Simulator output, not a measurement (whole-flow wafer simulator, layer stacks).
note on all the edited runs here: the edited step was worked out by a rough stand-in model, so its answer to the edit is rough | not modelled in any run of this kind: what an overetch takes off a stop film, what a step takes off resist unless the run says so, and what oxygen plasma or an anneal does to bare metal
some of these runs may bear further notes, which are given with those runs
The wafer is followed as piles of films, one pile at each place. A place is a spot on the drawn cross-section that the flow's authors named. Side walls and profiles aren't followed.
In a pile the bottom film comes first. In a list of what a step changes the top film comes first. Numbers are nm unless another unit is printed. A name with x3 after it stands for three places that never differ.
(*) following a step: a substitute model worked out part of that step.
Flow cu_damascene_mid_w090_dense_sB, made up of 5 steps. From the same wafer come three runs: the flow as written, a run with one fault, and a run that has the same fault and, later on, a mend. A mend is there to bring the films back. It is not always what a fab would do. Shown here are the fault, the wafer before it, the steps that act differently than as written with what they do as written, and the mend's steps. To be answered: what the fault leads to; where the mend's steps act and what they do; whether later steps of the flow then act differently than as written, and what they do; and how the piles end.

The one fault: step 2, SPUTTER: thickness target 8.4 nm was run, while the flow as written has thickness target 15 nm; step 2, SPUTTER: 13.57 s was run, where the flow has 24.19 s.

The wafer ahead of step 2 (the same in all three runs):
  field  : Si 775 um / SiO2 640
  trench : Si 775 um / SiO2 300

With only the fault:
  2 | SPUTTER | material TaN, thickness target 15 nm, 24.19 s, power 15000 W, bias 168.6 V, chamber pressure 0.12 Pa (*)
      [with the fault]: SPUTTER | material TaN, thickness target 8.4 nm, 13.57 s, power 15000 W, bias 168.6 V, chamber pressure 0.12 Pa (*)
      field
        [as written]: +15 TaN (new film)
        [with the fault]: +8.4 TaN (new film)
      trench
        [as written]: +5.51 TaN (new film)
        [with the fault]: +3.09 TaN (new film)
  Steps later in the flow that act otherwise than as written (2 more steps, not shown, differ only slightly: by at most 2% or 0.5 nm, whichever is larger):
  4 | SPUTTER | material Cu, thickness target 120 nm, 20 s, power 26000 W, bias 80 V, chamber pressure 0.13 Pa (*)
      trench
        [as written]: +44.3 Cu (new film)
        [with the fault]: +45.4 Cu (new film)
  The piles end different from the flow's at field, trench by more than 2% or 0.5 nm, whichever is larger.
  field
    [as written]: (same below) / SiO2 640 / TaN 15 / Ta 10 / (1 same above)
    [with the fault]: (same below) / SiO2 640 / TaN 8.4 / Ta 10 / (1 same above)
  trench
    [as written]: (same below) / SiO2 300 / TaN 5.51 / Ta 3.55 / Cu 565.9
    [with the fault]: (same below) / SiO2 300 / TaN 3.09 / Ta 3.64 / Cu 561.7

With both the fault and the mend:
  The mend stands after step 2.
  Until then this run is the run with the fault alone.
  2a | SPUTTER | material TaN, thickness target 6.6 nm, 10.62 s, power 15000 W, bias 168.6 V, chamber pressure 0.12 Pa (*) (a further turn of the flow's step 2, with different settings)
      field
        +6.6 TaN
      trench
        +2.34 TaN
  None of the later steps of the flow differs from how it acts as written, at any place that is followed, by more than 2% or 0.5 nm, whichever is larger.
  The piles end only slightly different from the flow's at the places that both follow, by no more than 2% or 0.5 nm, whichever is larger.
